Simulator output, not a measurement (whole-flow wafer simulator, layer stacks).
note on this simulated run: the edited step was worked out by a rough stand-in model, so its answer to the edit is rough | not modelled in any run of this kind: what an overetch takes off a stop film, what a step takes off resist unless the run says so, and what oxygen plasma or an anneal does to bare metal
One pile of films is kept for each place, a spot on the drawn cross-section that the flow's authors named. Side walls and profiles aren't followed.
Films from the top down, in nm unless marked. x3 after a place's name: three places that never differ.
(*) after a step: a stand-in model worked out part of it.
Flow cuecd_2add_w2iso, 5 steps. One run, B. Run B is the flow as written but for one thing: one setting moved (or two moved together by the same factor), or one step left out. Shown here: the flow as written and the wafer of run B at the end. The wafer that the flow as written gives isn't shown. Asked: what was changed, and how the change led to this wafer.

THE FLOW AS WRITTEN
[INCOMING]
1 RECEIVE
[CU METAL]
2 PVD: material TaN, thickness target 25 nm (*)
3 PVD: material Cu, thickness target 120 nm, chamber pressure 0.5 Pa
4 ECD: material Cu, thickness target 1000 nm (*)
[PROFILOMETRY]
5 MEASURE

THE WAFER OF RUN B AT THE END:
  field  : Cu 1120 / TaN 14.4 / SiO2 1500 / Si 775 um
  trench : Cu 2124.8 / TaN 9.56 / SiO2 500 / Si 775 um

The cause: step 2, PVD: thickness target 14.4 nm was run, where the flow has thickness target 25 nm.
It can be read off the wafer: field has TaN 14.4, and step 2 as written asks for 25 nm.

How the change led to this, step by step:
  2 PVD: material TaN, thickness target 25 nm (*)
      field: TaN +14.4 (new film) (as written it would be: TaN +25 (new film))
      trench: TaN +9.56 (new film) (as written it would be: TaN +16.6 (new film))
